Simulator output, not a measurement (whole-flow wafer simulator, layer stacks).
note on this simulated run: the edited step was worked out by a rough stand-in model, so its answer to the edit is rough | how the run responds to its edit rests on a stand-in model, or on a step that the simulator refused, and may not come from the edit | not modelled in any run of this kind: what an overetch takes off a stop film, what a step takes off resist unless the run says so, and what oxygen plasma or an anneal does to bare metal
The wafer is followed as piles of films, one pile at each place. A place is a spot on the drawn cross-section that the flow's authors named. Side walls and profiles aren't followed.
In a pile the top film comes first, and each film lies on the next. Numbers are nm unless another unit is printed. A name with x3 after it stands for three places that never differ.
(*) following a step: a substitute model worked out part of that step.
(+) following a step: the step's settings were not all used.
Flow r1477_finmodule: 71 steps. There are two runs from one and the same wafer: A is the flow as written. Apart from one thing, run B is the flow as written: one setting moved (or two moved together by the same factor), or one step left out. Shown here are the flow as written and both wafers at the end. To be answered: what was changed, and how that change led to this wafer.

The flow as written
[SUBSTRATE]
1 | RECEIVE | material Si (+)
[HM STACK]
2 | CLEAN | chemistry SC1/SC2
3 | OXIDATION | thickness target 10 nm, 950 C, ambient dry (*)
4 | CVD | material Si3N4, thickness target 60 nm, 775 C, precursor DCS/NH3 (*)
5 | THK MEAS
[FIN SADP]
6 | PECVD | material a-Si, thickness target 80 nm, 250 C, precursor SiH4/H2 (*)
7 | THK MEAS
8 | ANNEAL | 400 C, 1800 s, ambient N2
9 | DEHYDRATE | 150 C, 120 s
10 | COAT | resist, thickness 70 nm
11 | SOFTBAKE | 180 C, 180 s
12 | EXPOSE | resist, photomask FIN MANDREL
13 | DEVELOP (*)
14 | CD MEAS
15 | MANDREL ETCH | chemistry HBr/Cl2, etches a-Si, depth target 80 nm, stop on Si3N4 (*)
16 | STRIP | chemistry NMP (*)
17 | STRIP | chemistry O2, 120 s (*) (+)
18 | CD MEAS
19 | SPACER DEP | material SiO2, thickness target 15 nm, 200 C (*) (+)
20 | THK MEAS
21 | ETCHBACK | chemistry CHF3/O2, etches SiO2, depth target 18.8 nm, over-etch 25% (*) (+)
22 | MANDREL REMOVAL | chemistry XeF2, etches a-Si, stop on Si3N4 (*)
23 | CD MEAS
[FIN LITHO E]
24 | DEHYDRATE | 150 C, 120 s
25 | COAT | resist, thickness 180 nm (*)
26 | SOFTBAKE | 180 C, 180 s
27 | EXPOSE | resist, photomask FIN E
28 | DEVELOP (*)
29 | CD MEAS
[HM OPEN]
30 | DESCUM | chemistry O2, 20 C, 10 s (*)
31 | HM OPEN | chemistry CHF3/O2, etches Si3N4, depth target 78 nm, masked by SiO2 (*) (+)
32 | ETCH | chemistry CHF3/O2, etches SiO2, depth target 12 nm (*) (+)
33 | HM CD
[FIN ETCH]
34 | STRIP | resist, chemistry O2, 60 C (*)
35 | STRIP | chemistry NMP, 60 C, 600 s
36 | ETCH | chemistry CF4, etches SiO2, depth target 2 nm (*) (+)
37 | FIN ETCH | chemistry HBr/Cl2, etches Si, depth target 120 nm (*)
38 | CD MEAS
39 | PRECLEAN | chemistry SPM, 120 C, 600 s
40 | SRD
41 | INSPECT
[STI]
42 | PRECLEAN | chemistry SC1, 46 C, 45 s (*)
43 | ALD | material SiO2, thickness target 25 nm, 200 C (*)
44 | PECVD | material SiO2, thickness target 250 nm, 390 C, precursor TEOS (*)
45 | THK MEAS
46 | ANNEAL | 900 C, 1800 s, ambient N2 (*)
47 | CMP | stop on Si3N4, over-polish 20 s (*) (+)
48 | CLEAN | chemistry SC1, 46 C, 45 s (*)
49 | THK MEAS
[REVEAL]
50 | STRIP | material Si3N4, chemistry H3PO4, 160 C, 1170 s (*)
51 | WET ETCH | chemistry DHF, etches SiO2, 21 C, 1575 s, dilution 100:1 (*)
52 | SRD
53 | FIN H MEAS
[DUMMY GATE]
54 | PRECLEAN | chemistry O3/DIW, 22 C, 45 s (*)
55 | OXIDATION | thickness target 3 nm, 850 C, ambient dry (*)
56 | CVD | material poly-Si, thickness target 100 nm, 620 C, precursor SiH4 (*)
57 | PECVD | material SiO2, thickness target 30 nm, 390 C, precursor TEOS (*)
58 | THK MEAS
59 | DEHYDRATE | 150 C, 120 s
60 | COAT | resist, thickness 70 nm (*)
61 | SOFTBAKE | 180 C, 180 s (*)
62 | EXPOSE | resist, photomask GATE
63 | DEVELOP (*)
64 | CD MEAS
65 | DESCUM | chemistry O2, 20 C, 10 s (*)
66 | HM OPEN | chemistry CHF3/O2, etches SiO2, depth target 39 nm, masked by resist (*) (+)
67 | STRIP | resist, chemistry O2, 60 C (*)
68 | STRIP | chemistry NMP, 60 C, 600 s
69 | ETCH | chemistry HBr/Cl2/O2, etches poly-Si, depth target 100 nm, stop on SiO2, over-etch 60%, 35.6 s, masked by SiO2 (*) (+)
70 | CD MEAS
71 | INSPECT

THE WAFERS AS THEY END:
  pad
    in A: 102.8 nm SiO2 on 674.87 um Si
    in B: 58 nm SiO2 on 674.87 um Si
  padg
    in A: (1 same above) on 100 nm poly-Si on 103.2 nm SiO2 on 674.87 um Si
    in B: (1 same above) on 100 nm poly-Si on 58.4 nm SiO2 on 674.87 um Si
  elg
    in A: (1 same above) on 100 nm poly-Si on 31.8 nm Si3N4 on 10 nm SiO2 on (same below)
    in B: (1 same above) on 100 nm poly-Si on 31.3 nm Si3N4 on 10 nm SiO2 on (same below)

The reason: step 46, ANNEAL: 788 C was run, though the flow has 900 C.

How this came from the change, step by step:
  46 | ANNEAL | 900 C, 1800 s, ambient N2 (*)
      pad, padg, elg and 33 more: A SiO2 loses 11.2 | B SiO2 loses 8.7
  47 | CMP | stop on Si3N4, over-polish 20 s (*) (+)
      pad, padg, e40sg and 11 more: A SiO2 loses 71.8 | B SiO2 loses 74.3
      eso: A SiO2 loses 72.4 | B SiO2 loses 74.9
  50 | STRIP | material Si3N4, chemistry H3PO4, 160 C, 1170 s (*)
      pad, padg, e40sg and 12 more: A SiO2 loses 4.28 | B SiO2 loses 6.88
      elg, esg, e40lg and 12 more: A SiO2 loses 4.28 | B SiO2 loses 6.02
  51 | WET ETCH | chemistry DHF, etches SiO2, 21 C, 1575 s, dilution 100:1 (*)
      pad, padg, e40sg and 12 more: A SiO2 loses 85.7 | B SiO2 loses 128.1
      elg, e40lg, e100lg, e200lg, elo, e40lo, e100lo, e200lo: A SiO2 loses 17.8 (all of it), Si3N4 loses 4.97 | B SiO2 loses 16.1 (all of it), Si3N4 loses 5.46
      (as well as at 7 more places)
  56 | CVD | material poly-Si, thickness target 100 nm, 620 C, precursor SiH4 (*)
      s40cg, s40co: A poly-Si gains 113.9 (new film) | B poly-Si gains 146.7 (new film)
      s45cg, s45co: A poly-Si gains 113.4 (new film) | B poly-Si gains 146.7 (new film)
      (as well as at 3 more places)
  60 | COAT | resist, thickness 70 nm (*)
      e100lg, e200lg, e100lo, e200lo: A resist gains 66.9 (new film) | B resist gains 64.7 (new film)
      e40lg, elo, e40lo: A resist gains 66.9 (new film) | B resist gains 64.6 (new film)
      (as well as at 19 more places)
  63 | DEVELOP (*)
      elo, e40lo: A resist loses 66.9 (all of it) | B resist loses 64.6 (all of it)
      eso, e40so: A resist loses 129.5 (all of it) | B resist loses 171.7 (all of it)
      (as well as at 10 more places)
  67 | STRIP | resist, chemistry O2, 60 C (*)
      e40lg, e100lg: A resist loses 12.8 (all of it) | B resist loses 10.5 (all of it)
      e40sg: A resist loses 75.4 (all of it) | B resist loses 117.6 (all of it)
      (as well as at 12 more places)
  69 | ETCH | chemistry HBr/Cl2/O2, etches poly-Si, depth target 100 nm, stop on SiO2, over-etch 60%, 35.6 s, masked by SiO2 (*) (+)
      s40co: A chemical SiO2 loses 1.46 (all of it), poly-Si loses 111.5 (all of it), SiO2 loses 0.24 | B chemical SiO2 loses 1.62 (all of it), poly-Si loses 144.2 (all of it), SiO2 loses 0.08
      s45co: A chemical SiO2 loses 1.46 (all of it), poly-Si loses 110.9 (all of it), SiO2 loses 0.25 | B chemical SiO2 loses 1.62 (all of it), poly-Si loses 144.2 (all of it), SiO2 loses 0.08
      (as well as at 1 more place)
